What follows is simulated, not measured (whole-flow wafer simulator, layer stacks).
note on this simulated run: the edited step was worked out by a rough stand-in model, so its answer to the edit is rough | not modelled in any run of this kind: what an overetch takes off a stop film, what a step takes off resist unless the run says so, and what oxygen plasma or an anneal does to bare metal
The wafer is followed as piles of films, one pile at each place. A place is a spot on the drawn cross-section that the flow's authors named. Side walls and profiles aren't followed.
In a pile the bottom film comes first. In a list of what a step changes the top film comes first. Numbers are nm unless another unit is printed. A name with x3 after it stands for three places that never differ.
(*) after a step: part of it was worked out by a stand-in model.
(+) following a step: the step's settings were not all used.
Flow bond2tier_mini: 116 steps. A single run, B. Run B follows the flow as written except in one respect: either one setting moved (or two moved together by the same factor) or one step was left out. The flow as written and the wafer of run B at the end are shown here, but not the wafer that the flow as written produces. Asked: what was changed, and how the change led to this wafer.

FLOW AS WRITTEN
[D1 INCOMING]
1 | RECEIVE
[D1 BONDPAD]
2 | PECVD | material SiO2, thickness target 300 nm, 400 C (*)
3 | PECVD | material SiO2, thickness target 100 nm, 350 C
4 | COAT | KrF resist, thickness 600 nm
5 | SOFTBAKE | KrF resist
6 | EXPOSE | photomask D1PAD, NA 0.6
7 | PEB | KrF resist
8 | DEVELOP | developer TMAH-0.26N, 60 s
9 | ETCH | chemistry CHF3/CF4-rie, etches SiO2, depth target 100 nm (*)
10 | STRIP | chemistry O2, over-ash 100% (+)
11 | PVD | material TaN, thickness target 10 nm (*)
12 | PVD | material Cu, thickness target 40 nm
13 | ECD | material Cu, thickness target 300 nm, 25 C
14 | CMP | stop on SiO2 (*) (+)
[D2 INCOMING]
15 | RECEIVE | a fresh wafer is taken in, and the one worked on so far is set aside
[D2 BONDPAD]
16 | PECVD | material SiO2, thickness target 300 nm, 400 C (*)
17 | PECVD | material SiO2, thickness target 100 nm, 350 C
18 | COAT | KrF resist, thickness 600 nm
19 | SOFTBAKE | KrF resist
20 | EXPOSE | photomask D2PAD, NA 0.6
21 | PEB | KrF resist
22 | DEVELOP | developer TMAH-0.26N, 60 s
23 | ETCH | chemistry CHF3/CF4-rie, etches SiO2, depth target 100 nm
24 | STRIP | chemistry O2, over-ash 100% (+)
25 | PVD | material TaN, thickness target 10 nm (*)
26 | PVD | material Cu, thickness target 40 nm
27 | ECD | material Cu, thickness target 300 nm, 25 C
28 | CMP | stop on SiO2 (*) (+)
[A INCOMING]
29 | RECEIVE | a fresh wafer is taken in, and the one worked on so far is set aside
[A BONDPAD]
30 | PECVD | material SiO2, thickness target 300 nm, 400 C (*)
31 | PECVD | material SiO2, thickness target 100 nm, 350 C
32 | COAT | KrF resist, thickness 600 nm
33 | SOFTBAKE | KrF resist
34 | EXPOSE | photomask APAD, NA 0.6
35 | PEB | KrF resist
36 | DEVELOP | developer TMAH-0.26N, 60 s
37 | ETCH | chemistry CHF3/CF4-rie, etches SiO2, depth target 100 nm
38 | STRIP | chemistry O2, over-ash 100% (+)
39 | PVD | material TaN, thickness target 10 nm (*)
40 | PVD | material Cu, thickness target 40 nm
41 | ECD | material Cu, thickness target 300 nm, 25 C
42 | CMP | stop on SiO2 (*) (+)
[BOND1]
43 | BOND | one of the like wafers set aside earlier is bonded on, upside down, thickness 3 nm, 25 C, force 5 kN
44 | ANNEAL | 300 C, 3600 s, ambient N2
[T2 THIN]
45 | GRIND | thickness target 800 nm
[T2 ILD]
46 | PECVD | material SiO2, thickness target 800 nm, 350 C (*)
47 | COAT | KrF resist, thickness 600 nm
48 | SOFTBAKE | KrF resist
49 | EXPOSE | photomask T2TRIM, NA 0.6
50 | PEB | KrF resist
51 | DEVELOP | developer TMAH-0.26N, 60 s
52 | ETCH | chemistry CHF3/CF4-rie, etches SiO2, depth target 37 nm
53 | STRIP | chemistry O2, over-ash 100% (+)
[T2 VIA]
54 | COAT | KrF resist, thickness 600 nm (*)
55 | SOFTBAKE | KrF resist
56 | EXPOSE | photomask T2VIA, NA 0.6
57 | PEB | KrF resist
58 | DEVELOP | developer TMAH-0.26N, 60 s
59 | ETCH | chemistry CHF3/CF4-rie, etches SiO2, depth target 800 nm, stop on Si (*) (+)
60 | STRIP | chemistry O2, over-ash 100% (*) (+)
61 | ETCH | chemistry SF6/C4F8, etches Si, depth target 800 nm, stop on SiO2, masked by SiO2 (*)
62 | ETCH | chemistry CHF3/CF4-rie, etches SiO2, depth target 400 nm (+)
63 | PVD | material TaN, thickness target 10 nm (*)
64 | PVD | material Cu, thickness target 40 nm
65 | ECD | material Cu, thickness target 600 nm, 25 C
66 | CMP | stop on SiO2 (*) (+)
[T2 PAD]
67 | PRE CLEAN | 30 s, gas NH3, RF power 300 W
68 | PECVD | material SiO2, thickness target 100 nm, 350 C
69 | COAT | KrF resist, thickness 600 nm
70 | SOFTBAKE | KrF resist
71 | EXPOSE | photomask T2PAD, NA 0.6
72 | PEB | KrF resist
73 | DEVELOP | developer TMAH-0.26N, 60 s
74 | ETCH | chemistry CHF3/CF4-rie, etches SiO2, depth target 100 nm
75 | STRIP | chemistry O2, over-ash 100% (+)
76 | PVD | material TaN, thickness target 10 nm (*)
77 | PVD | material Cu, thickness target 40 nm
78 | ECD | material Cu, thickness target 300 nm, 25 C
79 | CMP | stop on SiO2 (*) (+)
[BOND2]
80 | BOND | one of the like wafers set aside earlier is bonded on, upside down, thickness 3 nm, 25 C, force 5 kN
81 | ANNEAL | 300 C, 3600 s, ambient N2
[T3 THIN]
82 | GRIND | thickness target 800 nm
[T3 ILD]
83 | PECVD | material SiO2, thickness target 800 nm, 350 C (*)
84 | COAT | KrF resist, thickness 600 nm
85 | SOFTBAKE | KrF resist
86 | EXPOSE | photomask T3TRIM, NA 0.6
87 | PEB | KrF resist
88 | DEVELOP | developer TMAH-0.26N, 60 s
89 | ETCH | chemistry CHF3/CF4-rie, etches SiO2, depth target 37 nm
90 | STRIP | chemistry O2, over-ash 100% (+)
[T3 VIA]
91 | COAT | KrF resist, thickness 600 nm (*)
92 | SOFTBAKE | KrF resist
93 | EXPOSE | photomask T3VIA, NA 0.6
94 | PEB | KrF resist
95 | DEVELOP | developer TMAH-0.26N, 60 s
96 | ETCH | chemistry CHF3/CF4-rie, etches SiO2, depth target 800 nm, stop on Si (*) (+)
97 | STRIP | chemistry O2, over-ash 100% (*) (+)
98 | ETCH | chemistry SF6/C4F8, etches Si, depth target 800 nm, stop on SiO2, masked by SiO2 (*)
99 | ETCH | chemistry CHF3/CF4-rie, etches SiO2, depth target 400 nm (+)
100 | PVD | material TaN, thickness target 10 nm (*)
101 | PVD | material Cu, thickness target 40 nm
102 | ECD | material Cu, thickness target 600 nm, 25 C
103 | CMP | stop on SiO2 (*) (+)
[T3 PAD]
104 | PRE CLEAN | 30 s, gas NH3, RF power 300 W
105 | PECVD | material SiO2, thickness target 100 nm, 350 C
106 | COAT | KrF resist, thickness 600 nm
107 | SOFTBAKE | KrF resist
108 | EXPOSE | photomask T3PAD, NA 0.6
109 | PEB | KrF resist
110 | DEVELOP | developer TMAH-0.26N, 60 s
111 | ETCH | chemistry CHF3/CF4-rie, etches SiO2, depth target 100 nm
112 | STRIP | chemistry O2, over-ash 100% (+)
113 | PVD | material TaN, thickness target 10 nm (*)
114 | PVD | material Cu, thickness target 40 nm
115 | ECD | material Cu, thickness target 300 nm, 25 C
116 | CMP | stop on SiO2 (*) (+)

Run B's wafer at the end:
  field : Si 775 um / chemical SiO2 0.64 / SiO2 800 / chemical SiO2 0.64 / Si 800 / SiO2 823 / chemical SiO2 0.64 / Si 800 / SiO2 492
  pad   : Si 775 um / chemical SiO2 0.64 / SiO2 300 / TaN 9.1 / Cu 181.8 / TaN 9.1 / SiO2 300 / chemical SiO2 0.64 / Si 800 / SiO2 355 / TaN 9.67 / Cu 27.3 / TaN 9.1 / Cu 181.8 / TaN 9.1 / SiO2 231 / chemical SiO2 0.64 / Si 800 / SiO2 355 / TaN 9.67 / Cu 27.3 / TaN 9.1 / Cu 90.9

The reason: step 16, PECVD: thickness target 231 nm was run, while the flow as written has thickness target 300 nm.
The wafer itself shows it: pad has SiO2 231, and step 16 as written asks for 300 nm.

Step by step, how the change led to this:
  16 | PECVD | material SiO2, thickness target 300 nm, 400 C (*)
      field, pad, via: +231 SiO2 (new film) (in the flow as written it would be: +300 SiO2 (new film))
  80 | BOND | one of the like wafers set aside earlier is bonded on, upside down, thickness 3 nm, 25 C, force 5 kN
      field: +775 um Si (new film), +0.64 chemical SiO2 (new film), +331 SiO2 (in the flow as written it would be: +775 um Si (new film), +0.64 chemical SiO2 (new film), +400 SiO2)
      pad: +775 um Si (new film), +0.64 chemical SiO2 (new film), +231 SiO2 (new film), +9.1 TaN (new film), +90.9 Cu (in the flow as written it would be: +775 um Si (new film), +0.64 chemical SiO2 (new film), +300 SiO2 (new film), +9.1 TaN (new film), +90.9 Cu)
